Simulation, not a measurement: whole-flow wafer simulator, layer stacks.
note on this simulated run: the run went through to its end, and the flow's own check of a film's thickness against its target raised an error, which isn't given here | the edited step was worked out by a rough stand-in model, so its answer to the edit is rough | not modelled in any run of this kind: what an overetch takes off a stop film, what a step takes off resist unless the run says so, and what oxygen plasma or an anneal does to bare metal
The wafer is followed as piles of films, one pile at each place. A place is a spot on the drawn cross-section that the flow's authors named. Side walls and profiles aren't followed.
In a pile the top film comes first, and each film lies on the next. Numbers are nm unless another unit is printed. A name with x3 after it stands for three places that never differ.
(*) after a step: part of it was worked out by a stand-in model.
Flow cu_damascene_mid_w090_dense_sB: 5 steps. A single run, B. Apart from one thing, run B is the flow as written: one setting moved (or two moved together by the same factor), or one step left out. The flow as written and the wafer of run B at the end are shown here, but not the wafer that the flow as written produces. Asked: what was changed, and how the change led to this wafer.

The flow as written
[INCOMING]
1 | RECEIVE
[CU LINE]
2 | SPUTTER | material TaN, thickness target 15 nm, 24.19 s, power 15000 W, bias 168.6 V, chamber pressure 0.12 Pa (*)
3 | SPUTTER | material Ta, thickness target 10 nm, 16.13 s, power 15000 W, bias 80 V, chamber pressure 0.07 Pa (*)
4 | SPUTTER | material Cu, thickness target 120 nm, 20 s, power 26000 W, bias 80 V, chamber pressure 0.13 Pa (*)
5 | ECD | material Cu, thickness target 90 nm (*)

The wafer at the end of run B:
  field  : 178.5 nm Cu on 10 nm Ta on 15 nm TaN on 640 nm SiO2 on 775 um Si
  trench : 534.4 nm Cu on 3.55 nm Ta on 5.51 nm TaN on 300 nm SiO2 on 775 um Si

The reason: step 5, ECD: thickness target 58.5 nm was run, while the flow as written has thickness target 90 nm.

How this came from the change, step by step:
  5 | ECD | material Cu, thickness target 90 nm (*)
      field: Cu gains 58.5 (in the flow as written it would be: Cu gains 90)
      trench: Cu gains 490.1 (in the flow as written it would be: Cu gains 521.6)
